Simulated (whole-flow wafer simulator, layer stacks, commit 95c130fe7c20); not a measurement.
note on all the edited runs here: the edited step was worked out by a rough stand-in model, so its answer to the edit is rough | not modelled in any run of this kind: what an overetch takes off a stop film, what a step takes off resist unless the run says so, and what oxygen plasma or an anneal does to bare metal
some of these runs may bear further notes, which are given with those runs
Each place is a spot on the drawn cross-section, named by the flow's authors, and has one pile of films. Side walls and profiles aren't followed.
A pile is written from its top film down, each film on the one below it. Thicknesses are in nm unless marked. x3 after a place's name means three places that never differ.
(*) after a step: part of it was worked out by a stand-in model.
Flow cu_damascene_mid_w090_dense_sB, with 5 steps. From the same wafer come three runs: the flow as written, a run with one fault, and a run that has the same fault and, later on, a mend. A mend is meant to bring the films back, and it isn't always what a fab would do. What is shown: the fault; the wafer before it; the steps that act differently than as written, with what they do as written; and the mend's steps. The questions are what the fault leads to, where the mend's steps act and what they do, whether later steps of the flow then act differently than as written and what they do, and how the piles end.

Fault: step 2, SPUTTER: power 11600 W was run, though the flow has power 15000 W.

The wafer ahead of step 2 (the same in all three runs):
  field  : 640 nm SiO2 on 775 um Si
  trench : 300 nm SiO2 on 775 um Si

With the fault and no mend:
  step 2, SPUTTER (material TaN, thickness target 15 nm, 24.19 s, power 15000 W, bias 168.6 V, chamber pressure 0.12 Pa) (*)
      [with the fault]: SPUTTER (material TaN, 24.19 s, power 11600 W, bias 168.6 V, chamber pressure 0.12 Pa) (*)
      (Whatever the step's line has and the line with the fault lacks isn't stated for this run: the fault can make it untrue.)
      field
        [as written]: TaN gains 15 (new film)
        [with the fault]: TaN gains 11.6 (new film)
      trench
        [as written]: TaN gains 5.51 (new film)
        [with the fault]: TaN gains 4.26 (new film)
  None of the later steps of the flow differs from how it acts as written, at any place that is followed, by more than 2% or 0.5 nm, whichever is larger.
  By the end, the piles at field, trench depart from the flow's by more than 2% or 0.5 nm, whichever is larger.
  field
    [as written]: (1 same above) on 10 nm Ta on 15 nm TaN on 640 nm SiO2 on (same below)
    [with the fault]: (1 same above) on 10 nm Ta on 11.6 nm TaN on 640 nm SiO2 on (same below)
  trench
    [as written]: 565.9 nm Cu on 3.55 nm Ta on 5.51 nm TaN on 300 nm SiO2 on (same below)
    [with the fault]: 563.7 nm Cu on 3.6 nm Ta on 4.26 nm TaN on 300 nm SiO2 on (same below)

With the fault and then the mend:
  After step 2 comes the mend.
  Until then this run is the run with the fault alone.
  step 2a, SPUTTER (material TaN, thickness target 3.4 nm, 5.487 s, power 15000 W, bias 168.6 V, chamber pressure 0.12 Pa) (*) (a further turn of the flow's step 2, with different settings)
      field
        TaN gains 3.4
      trench
        TaN gains 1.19
  None of the later steps of the flow differs from how it acts as written, at any place that is followed, by more than 2% or 0.5 nm, whichever is larger.
  When the end is reached, the piles differ only a little from the flow's at the places that both follow, at most by 2% or 0.5 nm, whichever is larger.
